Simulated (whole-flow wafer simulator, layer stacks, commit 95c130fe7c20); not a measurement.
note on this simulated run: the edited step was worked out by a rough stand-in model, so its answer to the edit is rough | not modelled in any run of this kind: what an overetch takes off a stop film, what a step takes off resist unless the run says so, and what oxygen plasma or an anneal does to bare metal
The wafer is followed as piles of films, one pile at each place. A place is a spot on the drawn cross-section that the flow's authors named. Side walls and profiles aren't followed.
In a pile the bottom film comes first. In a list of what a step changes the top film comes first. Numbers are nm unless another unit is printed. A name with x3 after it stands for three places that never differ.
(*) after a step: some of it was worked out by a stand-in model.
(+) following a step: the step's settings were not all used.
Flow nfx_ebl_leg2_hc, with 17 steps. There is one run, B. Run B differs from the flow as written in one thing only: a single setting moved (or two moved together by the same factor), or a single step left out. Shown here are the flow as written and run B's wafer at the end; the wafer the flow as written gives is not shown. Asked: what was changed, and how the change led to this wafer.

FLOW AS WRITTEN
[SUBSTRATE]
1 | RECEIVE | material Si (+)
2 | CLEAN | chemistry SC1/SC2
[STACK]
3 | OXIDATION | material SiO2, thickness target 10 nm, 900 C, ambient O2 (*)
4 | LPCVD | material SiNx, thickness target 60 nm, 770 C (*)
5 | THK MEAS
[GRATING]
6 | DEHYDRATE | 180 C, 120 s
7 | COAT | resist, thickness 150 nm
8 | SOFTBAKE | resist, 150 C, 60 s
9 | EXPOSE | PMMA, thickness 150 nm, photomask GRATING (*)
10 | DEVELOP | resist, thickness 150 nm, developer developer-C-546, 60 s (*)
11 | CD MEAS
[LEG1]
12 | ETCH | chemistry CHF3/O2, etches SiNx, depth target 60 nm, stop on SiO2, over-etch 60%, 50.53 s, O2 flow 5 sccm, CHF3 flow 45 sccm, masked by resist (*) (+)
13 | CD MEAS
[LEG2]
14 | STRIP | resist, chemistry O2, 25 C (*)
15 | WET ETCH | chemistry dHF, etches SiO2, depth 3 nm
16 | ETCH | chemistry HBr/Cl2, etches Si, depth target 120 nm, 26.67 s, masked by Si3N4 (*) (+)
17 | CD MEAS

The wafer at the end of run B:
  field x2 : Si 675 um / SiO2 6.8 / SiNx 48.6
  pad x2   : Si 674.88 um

What caused this: step 3, OXIDATION: thickness target 6.8 nm was run, though the flow has thickness target 10 nm.
The wafer lets one read it off: field x2 has SiO2 6.8, and step 3 as written asks for 10 nm.

The path from the change to this, step by step:
  3 | OXIDATION | material SiO2, thickness target 10 nm, 900 C, ambient O2 (*)
      field x2, pad x2: SiO2 gains 6.8 (new film), chemical SiO2 loses 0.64 (all of it), Si loses 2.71 (as written it would have been: SiO2 gains 10 (new film), chemical SiO2 loses 0.64 (all of it), Si loses 4.12)
  12 | ETCH | chemistry CHF3/O2, etches SiNx, depth target 60 nm, stop on SiO2, over-etch 60%, 50.53 s, O2 flow 5 sccm, CHF3 flow 45 sccm, masked by resist (*) (+)
      pad x2: SiNx loses 60 (all of it), SiO2 loses 6.8 (all of it) (as written it would have been: SiNx loses 60 (all of it), SiO2 loses 10 (all of it))
